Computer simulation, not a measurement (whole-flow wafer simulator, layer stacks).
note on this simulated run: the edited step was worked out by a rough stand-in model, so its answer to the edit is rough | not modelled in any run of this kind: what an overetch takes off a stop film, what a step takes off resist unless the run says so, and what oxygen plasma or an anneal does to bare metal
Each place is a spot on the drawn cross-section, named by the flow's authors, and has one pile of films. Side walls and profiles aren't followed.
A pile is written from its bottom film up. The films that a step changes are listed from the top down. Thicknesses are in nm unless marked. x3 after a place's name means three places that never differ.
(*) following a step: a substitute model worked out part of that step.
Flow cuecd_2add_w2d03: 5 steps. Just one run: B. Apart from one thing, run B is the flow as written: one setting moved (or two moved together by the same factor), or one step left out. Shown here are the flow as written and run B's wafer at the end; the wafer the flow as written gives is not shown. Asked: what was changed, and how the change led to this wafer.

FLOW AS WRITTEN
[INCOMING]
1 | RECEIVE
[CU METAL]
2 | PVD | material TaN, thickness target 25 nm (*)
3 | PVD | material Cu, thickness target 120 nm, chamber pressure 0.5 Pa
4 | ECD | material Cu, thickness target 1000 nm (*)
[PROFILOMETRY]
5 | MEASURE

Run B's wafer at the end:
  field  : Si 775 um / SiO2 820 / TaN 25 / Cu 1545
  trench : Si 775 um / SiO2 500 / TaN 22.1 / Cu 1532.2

What caused this: step 4, ECD: thickness target 1425 nm was run, though the flow has thickness target 1000 nm.

How this came from the change, step by step:
  4 | ECD | material Cu, thickness target 1000 nm (*)
      field, trench: +1425 Cu (it would be, as written: +1000 Cu)
